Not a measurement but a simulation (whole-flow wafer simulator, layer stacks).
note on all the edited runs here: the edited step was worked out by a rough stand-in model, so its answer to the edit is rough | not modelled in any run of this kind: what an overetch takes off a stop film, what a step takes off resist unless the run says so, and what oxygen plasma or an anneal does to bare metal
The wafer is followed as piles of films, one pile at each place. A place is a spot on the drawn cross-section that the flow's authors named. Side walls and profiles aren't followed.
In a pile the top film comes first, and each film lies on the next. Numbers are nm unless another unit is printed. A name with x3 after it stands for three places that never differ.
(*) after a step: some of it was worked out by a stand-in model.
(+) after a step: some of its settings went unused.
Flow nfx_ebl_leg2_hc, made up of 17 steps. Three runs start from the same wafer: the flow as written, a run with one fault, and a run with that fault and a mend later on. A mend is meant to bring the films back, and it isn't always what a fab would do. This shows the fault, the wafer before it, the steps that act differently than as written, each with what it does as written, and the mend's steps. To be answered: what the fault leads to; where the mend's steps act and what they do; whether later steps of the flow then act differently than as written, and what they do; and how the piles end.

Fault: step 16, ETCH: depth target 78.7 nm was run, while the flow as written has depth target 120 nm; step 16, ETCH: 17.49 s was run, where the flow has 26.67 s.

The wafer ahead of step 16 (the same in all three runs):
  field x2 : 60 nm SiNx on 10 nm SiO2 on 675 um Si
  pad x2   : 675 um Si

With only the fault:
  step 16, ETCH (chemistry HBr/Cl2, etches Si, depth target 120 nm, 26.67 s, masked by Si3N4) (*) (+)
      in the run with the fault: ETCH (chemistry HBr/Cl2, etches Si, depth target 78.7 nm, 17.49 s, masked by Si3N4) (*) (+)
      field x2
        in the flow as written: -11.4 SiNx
        in the run with the fault: -7.5 SiNx
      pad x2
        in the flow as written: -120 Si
        in the run with the fault: -78.7 Si
  Later steps of the flow that are run all act as written at every place that is followed.
  At field x2, the piles at the end differ from the flow's by more than 2% or 0.5 nm, whichever is larger.
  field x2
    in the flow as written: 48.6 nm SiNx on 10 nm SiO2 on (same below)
    in the run with the fault: 52.5 nm SiNx on 10 nm SiO2 on (same below)

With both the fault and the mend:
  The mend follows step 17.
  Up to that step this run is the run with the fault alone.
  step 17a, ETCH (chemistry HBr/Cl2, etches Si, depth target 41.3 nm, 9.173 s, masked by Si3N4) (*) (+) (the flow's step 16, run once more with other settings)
      field x2
        -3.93 SiNx
      pad x2
        -41.3 Si
  Later steps of the flow that are run all act as written at every place that is followed.
  By the end, the piles equal the flow's at every place that both follow.
